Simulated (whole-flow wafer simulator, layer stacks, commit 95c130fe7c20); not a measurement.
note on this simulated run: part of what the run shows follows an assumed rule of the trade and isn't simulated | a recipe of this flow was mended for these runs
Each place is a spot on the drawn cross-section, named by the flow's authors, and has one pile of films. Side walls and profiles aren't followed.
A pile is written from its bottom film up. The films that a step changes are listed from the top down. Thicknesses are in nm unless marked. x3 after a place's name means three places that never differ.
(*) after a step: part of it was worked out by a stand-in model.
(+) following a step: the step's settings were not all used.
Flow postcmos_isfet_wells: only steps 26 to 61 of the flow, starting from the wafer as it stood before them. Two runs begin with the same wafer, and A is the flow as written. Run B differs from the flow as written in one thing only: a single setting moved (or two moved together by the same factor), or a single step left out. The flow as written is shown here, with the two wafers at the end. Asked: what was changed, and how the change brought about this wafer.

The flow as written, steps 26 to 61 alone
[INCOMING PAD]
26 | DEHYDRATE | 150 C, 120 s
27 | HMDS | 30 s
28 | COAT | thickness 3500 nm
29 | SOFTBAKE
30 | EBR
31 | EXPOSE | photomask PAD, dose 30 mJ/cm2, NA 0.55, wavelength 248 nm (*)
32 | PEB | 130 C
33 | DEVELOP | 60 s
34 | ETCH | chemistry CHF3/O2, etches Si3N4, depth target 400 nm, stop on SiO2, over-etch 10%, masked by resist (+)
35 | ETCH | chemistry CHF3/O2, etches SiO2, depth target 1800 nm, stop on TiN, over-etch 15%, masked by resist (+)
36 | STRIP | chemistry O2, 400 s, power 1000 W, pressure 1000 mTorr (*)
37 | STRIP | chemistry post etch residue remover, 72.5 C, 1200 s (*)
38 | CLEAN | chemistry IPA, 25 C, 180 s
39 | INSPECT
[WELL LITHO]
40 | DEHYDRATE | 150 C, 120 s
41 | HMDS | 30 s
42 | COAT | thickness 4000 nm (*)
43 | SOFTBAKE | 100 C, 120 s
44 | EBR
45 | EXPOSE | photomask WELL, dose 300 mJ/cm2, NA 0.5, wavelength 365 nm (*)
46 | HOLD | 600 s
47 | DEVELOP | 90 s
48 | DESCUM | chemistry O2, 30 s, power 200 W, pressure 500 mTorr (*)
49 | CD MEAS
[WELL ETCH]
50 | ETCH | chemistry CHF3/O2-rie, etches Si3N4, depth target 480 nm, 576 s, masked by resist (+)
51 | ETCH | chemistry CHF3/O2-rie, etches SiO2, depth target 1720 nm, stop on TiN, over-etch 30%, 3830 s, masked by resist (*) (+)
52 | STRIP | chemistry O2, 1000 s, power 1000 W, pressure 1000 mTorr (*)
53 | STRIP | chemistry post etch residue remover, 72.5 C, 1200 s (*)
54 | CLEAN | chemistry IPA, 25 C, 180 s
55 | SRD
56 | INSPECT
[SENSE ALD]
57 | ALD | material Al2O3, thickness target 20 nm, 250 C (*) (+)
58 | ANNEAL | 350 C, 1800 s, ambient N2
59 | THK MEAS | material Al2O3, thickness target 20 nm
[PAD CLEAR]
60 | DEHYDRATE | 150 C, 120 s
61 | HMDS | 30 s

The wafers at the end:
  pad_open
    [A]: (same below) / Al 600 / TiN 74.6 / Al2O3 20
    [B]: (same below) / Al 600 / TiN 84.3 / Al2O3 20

Cause: step 34, ETCH: depth target 280 nm was run, while the flow as written has depth target 400 nm.

Step by step, how the change led to this:
  34 | ETCH | chemistry CHF3/O2, etches Si3N4, depth target 400 nm, stop on SiO2, over-etch 10%, masked by resist (+)
      pad_open: A -400 Si3N4 (all of it), -20 SiO2 | B -308 Si3N4
      field, margin x2, well900 x4, pad_clr: A -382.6 thick-KrF-resist | B -267.8 thick-KrF-resist
  35 | ETCH | chemistry CHF3/O2, etches SiO2, depth target 1800 nm, stop on TiN, over-etch 15%, masked by resist (+)
      pad_open: A -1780 SiO2 (all of it), -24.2 TiN | B -92 Si3N4 (all of it), -1800 SiO2 (all of it), -14.4 TiN
  36 | STRIP | chemistry O2, 400 s, power 1000 W, pressure 1000 mTorr (*)
      field, margin x2, well900 x4, pad_clr: A -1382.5 thick-KrF-resist (all of it) | B -1478.2 thick-KrF-resist (all of it)
